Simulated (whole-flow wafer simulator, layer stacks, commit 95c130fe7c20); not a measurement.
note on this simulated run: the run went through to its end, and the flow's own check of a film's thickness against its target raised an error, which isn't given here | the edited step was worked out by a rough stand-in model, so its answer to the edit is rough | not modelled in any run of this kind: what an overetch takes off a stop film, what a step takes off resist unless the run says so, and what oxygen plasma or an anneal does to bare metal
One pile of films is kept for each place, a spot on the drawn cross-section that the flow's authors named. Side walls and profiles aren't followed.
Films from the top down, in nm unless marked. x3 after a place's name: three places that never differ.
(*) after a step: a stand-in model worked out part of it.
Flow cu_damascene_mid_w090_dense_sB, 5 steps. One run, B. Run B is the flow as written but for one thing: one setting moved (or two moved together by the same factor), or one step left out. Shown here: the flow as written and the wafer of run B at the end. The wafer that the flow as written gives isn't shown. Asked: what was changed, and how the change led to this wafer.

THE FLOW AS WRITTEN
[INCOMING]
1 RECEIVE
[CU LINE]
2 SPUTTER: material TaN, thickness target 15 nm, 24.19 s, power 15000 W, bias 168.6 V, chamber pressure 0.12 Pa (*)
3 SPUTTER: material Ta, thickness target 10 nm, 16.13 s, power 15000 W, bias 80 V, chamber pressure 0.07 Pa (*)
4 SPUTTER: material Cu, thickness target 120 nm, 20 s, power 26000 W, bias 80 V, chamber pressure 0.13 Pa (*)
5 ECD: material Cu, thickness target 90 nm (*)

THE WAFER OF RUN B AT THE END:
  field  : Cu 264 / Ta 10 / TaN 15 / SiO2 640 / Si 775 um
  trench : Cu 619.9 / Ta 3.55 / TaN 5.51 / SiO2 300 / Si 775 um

The cause: step 5, ECD: thickness target 144 nm was run, where the flow has thickness target 90 nm.

How the change led to this, step by step:
  5 ECD: material Cu, thickness target 90 nm (*)
      field: Cu +144 (as written it would be: Cu +90)
      trench: Cu +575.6 (as written it would be: Cu +521.6)
